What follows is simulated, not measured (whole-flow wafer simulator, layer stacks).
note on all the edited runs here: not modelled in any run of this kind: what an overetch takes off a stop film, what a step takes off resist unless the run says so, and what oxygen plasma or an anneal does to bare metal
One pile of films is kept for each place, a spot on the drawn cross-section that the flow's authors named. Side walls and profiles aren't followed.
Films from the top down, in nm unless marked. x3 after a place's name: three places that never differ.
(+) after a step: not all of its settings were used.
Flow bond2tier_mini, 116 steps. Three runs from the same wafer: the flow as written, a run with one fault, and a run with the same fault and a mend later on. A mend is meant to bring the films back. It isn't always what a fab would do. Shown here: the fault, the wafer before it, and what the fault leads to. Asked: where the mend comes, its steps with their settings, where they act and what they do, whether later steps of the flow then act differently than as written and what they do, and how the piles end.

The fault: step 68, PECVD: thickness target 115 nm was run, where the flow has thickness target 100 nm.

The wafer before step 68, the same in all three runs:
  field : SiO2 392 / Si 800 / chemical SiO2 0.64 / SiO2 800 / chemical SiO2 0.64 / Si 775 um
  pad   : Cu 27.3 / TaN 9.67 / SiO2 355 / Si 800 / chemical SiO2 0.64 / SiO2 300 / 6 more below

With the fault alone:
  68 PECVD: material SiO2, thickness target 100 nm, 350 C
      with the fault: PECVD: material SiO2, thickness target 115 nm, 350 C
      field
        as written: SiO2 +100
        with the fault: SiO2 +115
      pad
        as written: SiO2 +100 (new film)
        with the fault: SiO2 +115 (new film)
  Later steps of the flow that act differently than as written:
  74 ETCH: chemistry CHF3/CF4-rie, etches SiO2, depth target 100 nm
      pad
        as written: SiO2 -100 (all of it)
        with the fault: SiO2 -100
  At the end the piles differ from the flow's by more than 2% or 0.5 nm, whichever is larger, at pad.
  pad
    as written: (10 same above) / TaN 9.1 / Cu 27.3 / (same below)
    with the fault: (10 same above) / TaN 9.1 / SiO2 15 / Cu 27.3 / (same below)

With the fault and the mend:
  The mend comes after step 73.
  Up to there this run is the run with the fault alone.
  73a STRIP: chemistry O2, over-ash 100% (+)
      field
        KrF resist -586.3 (all of it)
  73b ETCH: chemistry CHF3/CF4-rie, etches SiO2, depth target 15 nm (the flow's step 62 once more, with other settings)
      field, pad
        SiO2 -15
  73c COAT: KrF resist, thickness 600 nm (the flow's step 69 once more)
      field, pad
        KrF resist +600 (new film)
  73d SOFTBAKE: KrF resist (the flow's step 70 once more)
      changes no film at any place that is followed
  73e EXPOSE: photomask T2PAD, NA 0.6 (the flow's step 71 once more)
      changes no film at any place that is followed
  73f PEB: KrF resist (the flow's step 72 once more)
      changes no film at any place that is followed
  73g DEVELOP: developer TMAH-0.26N, 60 s (the flow's step 73 once more)
      field
        KrF resist -13.7
      pad
        KrF resist -600 (all of it)
  No later step of the flow acts differently than as written at any place that is followed.
  At the end the piles are the same as the flow's at every place that both follow.
